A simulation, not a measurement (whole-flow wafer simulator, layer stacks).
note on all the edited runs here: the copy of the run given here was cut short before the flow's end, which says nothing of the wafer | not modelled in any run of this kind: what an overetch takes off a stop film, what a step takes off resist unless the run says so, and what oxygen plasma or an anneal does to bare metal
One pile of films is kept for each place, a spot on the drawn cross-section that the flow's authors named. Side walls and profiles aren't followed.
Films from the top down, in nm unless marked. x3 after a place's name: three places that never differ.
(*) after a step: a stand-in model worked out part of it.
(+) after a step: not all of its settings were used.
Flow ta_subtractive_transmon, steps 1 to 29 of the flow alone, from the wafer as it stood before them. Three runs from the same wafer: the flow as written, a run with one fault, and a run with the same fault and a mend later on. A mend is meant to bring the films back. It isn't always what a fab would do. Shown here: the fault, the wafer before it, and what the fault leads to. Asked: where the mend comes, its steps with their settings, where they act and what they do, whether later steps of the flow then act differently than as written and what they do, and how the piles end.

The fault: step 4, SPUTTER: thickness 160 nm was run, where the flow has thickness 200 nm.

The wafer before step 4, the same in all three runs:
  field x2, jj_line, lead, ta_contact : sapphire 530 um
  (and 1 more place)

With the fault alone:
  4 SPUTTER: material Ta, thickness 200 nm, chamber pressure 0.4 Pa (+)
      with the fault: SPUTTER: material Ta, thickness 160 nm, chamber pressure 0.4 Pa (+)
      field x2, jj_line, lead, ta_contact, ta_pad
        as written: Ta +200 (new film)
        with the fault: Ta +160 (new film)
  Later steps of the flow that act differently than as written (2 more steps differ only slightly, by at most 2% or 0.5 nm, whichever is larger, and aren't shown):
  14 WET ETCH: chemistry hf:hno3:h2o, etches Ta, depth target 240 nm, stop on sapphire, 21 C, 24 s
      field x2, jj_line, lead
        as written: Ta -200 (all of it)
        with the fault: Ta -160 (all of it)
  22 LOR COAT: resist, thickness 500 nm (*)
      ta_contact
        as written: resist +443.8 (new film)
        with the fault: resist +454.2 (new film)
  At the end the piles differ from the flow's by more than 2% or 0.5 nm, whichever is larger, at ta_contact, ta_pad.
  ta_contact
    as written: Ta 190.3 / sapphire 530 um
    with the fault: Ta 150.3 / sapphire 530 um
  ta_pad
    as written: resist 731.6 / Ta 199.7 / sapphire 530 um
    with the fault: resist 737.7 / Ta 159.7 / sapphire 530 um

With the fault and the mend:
  The mend comes after step 5.
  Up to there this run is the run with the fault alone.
  5a SPUTTER: material Ta, thickness 40 nm, chamber pressure 0.4 Pa (+) (the flow's step 4 once more, with other settings)
      field x2, jj_line, lead, ta_contact, ta_pad
        Ta +40
  No later step of the flow acts differently than as written at any place that is followed.
  At the end the piles are the same as the flow's at every place that both follow.
